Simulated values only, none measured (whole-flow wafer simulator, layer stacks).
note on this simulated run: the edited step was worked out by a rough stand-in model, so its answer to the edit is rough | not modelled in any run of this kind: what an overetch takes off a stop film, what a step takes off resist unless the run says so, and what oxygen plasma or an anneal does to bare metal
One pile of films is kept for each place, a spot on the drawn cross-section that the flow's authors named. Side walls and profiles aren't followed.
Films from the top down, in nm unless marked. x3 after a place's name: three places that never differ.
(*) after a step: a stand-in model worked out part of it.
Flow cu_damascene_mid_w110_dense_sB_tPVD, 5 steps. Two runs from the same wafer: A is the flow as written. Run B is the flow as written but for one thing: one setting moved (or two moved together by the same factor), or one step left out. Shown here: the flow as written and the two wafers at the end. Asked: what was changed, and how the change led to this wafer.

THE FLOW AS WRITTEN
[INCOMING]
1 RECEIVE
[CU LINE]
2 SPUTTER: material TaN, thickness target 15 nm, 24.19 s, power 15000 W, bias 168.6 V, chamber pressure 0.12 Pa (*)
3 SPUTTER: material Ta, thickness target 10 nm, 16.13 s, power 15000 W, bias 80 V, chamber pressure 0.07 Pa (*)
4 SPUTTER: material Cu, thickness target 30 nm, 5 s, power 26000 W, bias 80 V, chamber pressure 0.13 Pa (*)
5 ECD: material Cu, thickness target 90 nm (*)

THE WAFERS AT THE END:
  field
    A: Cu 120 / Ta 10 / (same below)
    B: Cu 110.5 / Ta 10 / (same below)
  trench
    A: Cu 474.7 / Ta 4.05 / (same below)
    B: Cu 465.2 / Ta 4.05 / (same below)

The cause: step 4, SPUTTER: thickness target 20.5 nm was run, where the flow has thickness target 30 nm; step 4, SPUTTER: 3.41 s was run, where the flow has 5 s.

How the change led to this, step by step:
  4 SPUTTER: material Cu, thickness target 30 nm, 5 s, power 26000 W, bias 80 V, chamber pressure 0.13 Pa (*)
      field: A Cu +30 (new film) | B Cu +20.5 (new film)
      trench: A Cu +12.5 (new film) | B Cu +8.53 (new film)
